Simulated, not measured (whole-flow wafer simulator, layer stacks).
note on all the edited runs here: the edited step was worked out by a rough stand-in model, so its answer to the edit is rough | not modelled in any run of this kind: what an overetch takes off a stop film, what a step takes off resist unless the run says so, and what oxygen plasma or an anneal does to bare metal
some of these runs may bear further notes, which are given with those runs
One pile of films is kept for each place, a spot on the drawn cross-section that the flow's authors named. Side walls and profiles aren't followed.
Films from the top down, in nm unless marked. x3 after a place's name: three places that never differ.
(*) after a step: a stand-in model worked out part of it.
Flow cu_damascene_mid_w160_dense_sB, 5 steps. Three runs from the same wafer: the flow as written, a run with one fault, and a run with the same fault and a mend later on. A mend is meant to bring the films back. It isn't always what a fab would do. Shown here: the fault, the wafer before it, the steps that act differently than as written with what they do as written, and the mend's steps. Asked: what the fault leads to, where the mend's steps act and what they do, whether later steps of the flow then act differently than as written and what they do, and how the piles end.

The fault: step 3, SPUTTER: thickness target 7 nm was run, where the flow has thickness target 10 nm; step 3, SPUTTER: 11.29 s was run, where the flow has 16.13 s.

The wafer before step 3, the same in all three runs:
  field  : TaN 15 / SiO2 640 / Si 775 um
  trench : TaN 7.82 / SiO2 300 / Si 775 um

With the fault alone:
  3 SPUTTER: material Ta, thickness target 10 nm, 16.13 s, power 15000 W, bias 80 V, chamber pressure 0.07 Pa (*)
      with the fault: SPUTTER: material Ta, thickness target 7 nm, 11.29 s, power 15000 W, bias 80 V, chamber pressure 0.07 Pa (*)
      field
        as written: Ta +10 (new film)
        with the fault: Ta +7 (new film)
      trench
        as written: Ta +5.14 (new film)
        with the fault: Ta +3.59 (new film)
  No later step of the flow acts differently than as written, at any place that is followed, by more than 2% or 0.5 nm, whichever is larger.
  At the end the piles differ from the flow's by more than 2% or 0.5 nm, whichever is larger, at field, trench.
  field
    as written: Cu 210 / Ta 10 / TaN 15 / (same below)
    with the fault: Cu 210 / Ta 7 / TaN 15 / (same below)
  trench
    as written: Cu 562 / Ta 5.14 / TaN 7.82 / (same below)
    with the fault: Cu 560.6 / Ta 3.59 / TaN 7.82 / (same below)

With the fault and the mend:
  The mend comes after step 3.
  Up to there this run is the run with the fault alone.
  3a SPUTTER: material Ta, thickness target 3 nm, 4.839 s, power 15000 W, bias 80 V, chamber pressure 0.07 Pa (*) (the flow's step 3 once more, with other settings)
      field
        Ta +3
      trench
        Ta +1.51
  No later step of the flow acts differently than as written, at any place that is followed, by more than 2% or 0.5 nm, whichever is larger.
  At the end the piles differ from the flow's only slightly at the places that both follow, by at most 2% or 0.5 nm, whichever is larger.
